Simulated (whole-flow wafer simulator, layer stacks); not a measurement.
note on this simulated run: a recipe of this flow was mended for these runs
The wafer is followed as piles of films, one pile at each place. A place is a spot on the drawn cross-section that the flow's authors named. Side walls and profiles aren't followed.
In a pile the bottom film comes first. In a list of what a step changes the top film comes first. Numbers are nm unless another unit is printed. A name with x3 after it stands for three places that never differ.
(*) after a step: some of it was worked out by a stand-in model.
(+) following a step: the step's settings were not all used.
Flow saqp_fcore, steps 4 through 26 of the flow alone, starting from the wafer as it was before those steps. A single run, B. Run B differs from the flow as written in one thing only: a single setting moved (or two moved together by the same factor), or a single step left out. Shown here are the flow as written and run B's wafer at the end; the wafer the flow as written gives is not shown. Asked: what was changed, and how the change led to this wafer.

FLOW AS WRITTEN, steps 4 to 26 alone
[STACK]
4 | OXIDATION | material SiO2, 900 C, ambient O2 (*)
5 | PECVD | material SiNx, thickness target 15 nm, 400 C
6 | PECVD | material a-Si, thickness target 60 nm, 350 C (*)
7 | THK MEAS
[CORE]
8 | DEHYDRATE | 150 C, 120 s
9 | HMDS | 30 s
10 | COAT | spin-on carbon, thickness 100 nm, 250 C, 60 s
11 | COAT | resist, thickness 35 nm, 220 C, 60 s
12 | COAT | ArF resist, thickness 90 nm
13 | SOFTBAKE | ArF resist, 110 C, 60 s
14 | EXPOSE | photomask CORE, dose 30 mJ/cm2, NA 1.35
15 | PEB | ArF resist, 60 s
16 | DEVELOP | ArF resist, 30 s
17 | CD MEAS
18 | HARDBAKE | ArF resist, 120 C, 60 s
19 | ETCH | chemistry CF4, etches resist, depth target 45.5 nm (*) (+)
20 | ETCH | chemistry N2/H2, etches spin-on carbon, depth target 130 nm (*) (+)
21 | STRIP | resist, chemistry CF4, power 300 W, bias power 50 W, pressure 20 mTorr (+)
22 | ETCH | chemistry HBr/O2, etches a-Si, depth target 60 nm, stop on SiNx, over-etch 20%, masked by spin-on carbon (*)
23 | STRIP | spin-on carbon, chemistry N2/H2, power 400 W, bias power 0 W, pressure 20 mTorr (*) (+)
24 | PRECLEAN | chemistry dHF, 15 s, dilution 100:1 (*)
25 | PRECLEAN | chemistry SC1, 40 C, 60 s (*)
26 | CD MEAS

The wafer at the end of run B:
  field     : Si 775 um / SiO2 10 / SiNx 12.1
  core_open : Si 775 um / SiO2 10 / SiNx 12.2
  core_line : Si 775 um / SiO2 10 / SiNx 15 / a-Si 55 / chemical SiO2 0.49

The reason: step 6, PECVD: thickness target 55.7 nm was run, while the flow as written has thickness target 60 nm.

How this came from the change, step by step:
  6 | PECVD | material a-Si, thickness target 60 nm, 350 C (*)
      field, core_open, core_line: +55.7 a-Si (new film) (as written it would have been: +60 a-Si (new film))
  22 | ETCH | chemistry HBr/O2, etches a-Si, depth target 60 nm, stop on SiNx, over-etch 20%, masked by spin-on carbon (*)
      field: -32.5 a-Si (all of it), -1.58 SiNx (as written it would have been: -36.8 a-Si (all of it), -1.41 SiNx)
      core_open: -35.1 a-Si (all of it), -1.48 SiNx (as written it would have been: -39.4 a-Si (all of it), -1.3 SiNx)
      (as well as at 1 more place)
